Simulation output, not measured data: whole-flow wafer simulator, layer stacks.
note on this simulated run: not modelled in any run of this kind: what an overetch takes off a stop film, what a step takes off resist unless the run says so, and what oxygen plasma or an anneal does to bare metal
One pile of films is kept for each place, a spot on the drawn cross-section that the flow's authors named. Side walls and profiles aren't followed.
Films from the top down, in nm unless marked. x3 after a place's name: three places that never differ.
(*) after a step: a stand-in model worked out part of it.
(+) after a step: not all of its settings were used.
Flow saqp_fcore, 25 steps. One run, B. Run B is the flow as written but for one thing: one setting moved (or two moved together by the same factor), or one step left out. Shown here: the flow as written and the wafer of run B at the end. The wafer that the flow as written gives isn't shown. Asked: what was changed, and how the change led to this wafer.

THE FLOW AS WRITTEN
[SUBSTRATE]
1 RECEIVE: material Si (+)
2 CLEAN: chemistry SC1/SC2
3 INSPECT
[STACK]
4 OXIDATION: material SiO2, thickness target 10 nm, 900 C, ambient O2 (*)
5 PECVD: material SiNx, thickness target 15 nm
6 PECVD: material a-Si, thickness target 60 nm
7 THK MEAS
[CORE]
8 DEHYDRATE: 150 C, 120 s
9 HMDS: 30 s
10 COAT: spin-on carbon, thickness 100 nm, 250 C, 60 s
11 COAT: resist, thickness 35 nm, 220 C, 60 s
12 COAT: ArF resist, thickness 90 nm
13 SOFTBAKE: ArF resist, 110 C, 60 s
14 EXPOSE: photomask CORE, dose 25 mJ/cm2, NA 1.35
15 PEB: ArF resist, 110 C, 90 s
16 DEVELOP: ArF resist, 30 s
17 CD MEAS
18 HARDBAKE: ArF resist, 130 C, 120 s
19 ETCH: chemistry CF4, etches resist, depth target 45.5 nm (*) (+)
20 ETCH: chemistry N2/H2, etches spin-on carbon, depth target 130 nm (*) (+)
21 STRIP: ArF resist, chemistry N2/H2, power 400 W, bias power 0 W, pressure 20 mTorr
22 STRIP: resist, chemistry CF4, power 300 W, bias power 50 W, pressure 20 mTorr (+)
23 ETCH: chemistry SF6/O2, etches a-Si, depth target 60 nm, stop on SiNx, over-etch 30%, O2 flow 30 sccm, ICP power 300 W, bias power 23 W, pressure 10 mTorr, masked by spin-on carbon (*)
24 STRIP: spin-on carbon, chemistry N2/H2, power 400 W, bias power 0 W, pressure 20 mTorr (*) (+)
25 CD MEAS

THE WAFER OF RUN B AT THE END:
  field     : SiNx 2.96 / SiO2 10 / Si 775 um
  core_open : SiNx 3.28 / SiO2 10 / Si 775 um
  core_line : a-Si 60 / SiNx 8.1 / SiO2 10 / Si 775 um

The cause: step 5, PECVD: thickness target 8.1 nm was run, where the flow has thickness target 15 nm.
It can be read off the wafer: core_line has SiNx 8.1, and step 5 as written asks for 15 nm.

How the change led to this, step by step:
  5 PECVD: material SiNx, thickness target 15 nm
      field, core_open, core_line: SiNx +8.1 (new film) (as written it would be: SiNx +15 (new film))
